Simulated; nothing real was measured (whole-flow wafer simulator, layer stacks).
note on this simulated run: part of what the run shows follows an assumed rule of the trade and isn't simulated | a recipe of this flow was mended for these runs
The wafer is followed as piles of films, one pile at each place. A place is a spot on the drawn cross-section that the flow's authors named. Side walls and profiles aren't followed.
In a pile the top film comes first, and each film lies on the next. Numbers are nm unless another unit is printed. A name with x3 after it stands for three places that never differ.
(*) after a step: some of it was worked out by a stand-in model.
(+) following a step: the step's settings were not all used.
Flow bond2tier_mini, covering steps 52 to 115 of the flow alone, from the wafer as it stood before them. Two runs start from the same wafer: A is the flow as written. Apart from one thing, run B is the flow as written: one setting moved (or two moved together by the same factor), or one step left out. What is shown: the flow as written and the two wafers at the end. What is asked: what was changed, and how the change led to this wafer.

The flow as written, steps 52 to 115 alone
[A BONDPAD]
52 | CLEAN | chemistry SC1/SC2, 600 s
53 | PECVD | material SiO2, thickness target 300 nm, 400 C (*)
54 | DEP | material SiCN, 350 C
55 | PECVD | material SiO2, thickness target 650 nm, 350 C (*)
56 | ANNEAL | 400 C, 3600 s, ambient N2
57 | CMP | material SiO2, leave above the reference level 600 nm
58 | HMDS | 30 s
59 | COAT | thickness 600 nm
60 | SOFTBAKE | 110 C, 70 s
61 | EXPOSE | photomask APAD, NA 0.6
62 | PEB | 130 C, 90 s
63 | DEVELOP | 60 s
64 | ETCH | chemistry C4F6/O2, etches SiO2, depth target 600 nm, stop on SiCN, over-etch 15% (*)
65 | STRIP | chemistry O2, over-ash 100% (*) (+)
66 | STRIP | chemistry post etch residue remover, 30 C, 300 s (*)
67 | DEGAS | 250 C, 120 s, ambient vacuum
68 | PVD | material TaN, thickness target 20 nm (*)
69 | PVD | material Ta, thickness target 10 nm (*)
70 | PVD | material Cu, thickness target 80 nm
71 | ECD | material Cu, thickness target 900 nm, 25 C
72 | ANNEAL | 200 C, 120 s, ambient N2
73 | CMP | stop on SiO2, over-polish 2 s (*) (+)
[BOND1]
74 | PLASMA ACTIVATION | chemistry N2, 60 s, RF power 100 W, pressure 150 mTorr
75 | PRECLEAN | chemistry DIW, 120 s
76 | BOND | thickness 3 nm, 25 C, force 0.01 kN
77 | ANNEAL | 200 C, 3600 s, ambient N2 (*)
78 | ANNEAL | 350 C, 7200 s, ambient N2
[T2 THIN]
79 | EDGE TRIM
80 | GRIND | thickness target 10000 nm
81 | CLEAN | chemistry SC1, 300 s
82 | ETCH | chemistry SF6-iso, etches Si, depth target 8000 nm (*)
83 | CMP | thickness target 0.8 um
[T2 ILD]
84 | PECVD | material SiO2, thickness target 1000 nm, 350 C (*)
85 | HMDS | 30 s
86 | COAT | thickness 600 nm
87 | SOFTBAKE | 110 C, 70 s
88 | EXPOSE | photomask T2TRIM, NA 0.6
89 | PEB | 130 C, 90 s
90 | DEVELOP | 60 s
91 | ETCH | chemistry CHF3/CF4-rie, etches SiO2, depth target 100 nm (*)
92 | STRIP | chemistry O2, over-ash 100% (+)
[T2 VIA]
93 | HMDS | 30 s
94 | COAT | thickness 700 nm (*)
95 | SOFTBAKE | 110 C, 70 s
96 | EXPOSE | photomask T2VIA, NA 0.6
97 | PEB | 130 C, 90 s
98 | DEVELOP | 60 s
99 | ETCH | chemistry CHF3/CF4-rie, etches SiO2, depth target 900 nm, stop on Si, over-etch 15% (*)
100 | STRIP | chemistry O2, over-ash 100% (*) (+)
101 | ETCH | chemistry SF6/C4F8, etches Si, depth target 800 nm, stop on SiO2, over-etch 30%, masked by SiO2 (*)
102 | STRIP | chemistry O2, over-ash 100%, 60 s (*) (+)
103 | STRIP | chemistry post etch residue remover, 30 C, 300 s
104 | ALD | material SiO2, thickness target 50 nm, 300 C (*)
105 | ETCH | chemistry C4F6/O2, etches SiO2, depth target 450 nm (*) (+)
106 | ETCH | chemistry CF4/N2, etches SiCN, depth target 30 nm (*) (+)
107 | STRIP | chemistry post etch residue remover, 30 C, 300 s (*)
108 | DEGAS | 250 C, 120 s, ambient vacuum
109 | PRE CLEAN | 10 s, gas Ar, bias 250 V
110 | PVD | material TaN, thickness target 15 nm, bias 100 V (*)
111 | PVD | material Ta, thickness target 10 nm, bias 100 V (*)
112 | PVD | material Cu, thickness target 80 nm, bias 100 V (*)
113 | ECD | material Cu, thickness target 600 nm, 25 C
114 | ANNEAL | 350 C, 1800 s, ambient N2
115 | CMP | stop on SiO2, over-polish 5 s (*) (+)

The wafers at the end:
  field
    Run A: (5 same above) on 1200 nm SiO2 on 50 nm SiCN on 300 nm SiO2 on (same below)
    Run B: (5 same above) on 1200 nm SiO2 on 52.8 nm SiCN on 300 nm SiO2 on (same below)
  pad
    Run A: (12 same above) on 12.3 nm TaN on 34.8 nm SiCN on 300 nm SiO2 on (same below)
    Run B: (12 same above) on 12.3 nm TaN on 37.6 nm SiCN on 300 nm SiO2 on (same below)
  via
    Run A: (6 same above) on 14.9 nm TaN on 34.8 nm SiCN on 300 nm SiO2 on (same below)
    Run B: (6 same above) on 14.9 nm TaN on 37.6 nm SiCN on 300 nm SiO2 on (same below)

The reason: step 54, DEP: 337 C was run, though the flow has 350 C.

Step by step, how the change led to this:
  54 | DEP | material SiCN, 350 C
      field, pad, via: A SiCN gains 50 (new film) | B SiCN gains 52.8 (new film)
